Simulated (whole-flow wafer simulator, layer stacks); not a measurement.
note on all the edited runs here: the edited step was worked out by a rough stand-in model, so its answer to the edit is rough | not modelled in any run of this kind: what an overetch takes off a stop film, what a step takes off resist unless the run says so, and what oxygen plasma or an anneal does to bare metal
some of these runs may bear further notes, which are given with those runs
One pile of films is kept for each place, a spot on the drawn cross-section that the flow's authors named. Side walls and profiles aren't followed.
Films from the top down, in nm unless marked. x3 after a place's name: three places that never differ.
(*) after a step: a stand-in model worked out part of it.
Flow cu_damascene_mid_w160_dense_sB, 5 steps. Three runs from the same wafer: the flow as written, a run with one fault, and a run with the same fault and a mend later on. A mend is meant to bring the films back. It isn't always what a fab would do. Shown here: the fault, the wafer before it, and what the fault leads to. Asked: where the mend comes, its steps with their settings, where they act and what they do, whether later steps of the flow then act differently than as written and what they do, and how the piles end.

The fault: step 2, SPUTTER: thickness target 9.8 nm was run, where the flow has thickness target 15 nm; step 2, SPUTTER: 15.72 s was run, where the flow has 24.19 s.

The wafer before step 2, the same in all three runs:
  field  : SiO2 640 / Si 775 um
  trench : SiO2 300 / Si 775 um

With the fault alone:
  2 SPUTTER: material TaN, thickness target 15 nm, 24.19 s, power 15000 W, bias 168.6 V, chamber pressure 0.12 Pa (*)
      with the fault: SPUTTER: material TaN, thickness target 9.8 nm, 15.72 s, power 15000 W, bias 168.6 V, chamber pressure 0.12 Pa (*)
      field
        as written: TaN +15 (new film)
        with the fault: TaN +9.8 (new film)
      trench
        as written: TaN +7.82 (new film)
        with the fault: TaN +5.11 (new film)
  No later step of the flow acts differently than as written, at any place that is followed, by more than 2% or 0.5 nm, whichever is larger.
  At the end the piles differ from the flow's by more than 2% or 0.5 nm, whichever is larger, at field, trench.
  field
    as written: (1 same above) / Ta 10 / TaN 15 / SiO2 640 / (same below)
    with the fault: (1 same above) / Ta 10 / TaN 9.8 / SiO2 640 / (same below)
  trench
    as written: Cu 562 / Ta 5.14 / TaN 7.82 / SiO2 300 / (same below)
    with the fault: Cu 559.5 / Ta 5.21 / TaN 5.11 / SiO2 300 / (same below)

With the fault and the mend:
  The mend comes after step 2.
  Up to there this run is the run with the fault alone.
  2a SPUTTER: material TaN, thickness target 5.2 nm, 8.386 s, power 15000 W, bias 168.6 V, chamber pressure 0.12 Pa (*) (the flow's step 2 once more, with other settings)
      field
        TaN +5.2
      trench
        TaN +2.64
  No later step of the flow acts differently than as written, at any place that is followed, by more than 2% or 0.5 nm, whichever is larger.
  At the end the piles differ from the flow's only slightly at the places that both follow, by at most 2% or 0.5 nm, whichever is larger.
